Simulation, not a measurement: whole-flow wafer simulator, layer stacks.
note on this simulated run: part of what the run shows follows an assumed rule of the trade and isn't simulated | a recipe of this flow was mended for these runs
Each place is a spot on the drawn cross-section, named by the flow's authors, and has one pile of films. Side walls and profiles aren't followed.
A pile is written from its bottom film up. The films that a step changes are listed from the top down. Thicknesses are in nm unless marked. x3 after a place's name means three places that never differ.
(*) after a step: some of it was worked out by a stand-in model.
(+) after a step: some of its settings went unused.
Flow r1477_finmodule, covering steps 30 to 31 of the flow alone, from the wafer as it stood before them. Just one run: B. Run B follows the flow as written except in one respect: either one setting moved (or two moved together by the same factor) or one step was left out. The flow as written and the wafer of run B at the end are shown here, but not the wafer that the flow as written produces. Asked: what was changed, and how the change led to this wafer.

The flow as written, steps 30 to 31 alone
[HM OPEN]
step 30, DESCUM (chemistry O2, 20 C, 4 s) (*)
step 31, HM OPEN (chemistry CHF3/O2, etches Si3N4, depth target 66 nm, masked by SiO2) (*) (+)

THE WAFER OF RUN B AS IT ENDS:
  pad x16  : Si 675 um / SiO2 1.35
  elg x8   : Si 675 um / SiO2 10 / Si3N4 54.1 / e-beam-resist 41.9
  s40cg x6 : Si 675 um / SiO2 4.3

Cause: step 31, HM OPEN: depth target 71.4 nm was run, whereas the flow has depth target 66 nm.

The path from the change to this, step by step:
  step 31, HM OPEN (chemistry CHF3/O2, etches Si3N4, depth target 66 nm, masked by SiO2) (*) (+)
      pad x16: -54.1 Si3N4 (all of it), -8.65 SiO2 (it would be, as written: -54.1 Si3N4 (all of it), -5.95 SiO2)
      elg x8: -71.4 e-beam-resist (it would be, as written: -66 e-beam-resist)
      (also at 12 further places)
